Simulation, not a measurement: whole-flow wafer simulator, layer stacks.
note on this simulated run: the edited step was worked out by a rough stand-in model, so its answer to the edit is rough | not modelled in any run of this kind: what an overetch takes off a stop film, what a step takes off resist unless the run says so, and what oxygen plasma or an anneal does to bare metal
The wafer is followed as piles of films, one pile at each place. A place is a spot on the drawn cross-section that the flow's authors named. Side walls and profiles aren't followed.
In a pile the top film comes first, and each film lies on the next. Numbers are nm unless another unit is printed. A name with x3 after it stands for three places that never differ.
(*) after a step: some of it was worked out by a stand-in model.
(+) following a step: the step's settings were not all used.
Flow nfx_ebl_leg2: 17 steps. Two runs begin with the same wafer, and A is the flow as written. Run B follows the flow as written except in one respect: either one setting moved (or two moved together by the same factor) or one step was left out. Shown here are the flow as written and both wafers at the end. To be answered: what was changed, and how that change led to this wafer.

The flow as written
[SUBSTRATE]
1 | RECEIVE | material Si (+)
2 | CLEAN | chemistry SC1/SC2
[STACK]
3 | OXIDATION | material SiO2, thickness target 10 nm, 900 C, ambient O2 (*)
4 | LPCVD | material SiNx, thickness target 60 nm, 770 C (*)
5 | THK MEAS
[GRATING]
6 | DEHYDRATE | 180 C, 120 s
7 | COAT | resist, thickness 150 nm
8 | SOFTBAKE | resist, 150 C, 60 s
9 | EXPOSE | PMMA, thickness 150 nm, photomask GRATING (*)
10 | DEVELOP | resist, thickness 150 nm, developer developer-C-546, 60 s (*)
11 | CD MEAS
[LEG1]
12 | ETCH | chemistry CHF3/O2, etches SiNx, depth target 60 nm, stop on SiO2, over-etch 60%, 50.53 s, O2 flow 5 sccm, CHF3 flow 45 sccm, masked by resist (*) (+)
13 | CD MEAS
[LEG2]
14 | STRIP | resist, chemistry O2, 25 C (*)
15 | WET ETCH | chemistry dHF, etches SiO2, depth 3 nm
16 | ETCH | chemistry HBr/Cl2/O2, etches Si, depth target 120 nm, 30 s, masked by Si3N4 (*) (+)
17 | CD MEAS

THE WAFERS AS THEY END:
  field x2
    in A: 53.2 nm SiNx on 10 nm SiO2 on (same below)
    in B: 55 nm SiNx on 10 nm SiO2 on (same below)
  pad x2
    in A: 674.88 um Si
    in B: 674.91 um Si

Cause: step 16, ETCH: depth target 87 nm was run, though the flow has depth target 120 nm; step 16, ETCH: 21.8 s was run, where the flow has 30 s.

Step by step, how the change led to this:
  16 | ETCH | chemistry HBr/Cl2/O2, etches Si, depth target 120 nm, 30 s, masked by Si3N4 (*) (+)
      field x2: A SiNx loses 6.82 | B SiNx loses 4.95
      pad x2: A Si loses 120 | B Si loses 87
